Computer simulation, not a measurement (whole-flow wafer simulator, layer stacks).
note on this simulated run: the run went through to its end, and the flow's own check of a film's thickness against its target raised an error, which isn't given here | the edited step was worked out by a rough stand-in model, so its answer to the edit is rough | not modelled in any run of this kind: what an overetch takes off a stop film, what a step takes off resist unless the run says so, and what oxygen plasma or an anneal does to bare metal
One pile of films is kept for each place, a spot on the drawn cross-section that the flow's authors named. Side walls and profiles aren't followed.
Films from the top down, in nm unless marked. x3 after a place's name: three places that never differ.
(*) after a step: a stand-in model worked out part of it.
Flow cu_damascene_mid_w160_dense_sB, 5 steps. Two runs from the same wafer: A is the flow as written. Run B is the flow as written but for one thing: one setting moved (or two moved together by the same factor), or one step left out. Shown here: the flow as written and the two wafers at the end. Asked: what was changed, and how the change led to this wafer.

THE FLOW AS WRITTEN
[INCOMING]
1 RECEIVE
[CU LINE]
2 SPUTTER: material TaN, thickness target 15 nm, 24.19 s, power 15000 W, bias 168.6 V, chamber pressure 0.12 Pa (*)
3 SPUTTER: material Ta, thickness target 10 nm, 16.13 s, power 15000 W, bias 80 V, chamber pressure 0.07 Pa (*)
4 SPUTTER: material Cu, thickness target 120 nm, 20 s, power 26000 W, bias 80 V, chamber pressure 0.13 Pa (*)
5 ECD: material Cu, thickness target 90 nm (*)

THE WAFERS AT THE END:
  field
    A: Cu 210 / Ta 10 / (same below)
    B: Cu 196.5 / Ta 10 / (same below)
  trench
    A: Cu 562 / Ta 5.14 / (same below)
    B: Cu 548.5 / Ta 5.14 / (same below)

The cause: step 5, ECD: thickness target 76.5 nm was run, where the flow has thickness target 90 nm.

How the change led to this, step by step:
  5 ECD: material Cu, thickness target 90 nm (*)
      field: A Cu +90 | B Cu +76.5
      trench: A Cu +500 | B Cu +486.5
